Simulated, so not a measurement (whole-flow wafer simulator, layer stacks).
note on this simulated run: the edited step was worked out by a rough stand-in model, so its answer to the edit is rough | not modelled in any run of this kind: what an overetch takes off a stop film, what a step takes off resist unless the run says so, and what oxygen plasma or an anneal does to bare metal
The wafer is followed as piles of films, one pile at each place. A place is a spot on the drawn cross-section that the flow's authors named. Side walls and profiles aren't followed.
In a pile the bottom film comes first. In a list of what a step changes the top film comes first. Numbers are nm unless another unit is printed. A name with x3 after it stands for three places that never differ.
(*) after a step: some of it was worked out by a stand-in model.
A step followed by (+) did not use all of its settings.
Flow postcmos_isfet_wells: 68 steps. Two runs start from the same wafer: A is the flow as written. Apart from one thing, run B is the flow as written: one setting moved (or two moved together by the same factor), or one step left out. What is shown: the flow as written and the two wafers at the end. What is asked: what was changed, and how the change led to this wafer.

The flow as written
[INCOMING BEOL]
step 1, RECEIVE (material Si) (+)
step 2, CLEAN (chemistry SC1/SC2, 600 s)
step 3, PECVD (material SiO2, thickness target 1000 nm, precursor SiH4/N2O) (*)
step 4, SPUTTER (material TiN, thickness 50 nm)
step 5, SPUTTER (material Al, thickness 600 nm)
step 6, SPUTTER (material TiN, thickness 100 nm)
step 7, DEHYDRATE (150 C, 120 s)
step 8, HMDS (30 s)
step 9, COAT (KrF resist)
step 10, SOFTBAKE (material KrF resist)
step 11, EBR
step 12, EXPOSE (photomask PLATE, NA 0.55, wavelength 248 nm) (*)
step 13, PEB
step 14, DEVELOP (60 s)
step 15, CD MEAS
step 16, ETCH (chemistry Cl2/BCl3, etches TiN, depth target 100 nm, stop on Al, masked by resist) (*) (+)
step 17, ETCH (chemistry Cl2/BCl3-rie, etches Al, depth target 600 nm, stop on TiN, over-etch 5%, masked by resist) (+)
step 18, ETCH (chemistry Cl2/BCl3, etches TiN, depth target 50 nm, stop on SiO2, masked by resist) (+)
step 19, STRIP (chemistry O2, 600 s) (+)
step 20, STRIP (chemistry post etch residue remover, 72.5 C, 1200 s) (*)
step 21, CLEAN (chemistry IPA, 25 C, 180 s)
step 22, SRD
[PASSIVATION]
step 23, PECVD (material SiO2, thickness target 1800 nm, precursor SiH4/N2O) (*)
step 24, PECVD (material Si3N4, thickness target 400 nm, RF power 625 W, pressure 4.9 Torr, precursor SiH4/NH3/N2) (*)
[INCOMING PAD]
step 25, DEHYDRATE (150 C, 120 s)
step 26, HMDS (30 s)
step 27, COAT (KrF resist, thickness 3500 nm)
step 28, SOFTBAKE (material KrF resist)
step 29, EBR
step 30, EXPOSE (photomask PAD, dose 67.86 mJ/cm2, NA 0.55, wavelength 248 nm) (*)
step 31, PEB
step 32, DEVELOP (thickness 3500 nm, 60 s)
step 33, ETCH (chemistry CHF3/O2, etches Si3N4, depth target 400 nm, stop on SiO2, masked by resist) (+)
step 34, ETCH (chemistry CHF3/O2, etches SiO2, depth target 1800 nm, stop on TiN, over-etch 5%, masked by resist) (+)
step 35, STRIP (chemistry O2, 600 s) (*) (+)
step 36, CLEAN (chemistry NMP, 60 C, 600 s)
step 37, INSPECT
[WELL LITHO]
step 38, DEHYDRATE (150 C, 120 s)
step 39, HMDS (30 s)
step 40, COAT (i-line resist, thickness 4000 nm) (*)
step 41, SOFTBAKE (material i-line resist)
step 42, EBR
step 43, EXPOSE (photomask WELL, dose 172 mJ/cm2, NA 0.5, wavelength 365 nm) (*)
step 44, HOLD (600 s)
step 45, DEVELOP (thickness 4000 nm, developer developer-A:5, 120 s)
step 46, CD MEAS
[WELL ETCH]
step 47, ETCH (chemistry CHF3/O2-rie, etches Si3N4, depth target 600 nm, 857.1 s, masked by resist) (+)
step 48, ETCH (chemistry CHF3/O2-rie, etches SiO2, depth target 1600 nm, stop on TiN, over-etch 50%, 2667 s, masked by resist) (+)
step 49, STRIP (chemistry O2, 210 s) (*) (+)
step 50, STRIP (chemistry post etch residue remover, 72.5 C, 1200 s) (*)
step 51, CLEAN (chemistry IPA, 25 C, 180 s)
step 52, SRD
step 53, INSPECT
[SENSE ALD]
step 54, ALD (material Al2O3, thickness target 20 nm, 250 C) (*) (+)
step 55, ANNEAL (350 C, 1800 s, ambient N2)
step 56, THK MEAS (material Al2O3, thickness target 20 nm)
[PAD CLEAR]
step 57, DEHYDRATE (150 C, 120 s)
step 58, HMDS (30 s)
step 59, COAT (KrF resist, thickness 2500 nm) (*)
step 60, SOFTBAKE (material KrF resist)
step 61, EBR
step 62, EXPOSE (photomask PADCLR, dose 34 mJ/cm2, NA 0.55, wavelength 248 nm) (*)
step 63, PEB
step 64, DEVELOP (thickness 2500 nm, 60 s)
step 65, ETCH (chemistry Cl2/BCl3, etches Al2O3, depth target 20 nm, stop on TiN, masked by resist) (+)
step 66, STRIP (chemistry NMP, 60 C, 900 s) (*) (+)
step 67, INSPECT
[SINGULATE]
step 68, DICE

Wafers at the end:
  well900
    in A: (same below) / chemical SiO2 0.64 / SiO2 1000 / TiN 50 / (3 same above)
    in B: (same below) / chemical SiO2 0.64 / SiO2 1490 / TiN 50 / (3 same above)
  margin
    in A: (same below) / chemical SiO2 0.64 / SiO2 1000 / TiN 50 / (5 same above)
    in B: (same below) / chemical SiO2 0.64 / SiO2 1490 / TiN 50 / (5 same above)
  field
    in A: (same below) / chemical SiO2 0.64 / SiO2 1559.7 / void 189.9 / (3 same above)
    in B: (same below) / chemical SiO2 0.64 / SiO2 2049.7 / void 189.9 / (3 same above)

Cause: step 3, PECVD: thickness target 1490 nm was run, while the flow as written has thickness target 1000 nm.
One can read it off the wafer: well900 has SiO2 1490, and step 3 as written asks for 1000 nm.

Step by step, how the change led to this:
  step 3, PECVD (material SiO2, thickness target 1000 nm, precursor SiH4/N2O) (*)
      field, margin, well900, well1300 x3, pad_rim, pad_clr, pad_open: A SiO2 gains 1000 (new film) | B SiO2 gains 1490 (new film)
